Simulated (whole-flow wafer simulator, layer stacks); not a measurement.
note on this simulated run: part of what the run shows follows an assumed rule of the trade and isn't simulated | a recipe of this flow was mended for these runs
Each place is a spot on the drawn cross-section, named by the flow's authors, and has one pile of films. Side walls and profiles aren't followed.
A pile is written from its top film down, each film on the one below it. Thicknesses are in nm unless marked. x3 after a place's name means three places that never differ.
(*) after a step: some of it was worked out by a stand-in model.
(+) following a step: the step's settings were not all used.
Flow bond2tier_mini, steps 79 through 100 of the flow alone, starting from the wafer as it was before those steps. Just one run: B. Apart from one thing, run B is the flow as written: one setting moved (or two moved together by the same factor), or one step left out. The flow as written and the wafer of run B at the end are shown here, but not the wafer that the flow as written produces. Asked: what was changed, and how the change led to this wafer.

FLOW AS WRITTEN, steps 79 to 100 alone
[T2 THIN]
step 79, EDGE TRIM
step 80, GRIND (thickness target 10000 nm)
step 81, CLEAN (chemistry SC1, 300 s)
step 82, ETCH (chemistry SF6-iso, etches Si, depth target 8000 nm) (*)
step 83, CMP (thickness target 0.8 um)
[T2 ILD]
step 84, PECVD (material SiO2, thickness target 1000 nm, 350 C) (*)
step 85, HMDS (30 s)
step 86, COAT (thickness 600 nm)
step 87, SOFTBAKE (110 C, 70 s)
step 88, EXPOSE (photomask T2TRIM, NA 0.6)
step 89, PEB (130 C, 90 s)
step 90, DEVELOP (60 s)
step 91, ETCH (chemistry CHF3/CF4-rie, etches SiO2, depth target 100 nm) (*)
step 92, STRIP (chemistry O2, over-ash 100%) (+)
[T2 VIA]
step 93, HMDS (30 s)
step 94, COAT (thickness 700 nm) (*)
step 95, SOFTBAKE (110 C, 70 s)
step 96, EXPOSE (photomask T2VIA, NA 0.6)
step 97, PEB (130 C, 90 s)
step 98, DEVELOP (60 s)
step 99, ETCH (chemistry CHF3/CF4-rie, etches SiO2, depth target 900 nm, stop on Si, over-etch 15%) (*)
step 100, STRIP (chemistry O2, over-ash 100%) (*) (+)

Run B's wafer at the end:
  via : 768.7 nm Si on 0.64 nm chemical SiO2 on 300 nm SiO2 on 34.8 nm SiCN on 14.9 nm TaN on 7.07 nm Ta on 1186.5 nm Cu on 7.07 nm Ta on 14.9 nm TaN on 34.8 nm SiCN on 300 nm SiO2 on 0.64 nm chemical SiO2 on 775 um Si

What caused this: step 99, ETCH: depth target 1110 nm was run, whereas the flow has depth target 900 nm.

Step by step, how the change led to this:
  step 99, ETCH (chemistry CHF3/CF4-rie, etches SiO2, depth target 900 nm, stop on Si, over-etch 15%) (*)
      field, pad: -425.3 thick-KrF-resist (in the flow as written it would be: -345 thick-KrF-resist)
      via: -900 SiO2 (all of it), -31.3 Si (in the flow as written it would be: -900 SiO2 (all of it), -11.2 Si)
  step 100, STRIP (chemistry O2, over-ash 100%) (*) (+)
      field: -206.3 thick-KrF-resist (all of it) (in the flow as written it would be: -286.6 thick-KrF-resist (all of it))
      pad: -292.6 thick-KrF-resist (all of it) (in the flow as written it would be: -372.9 thick-KrF-resist (all of it))
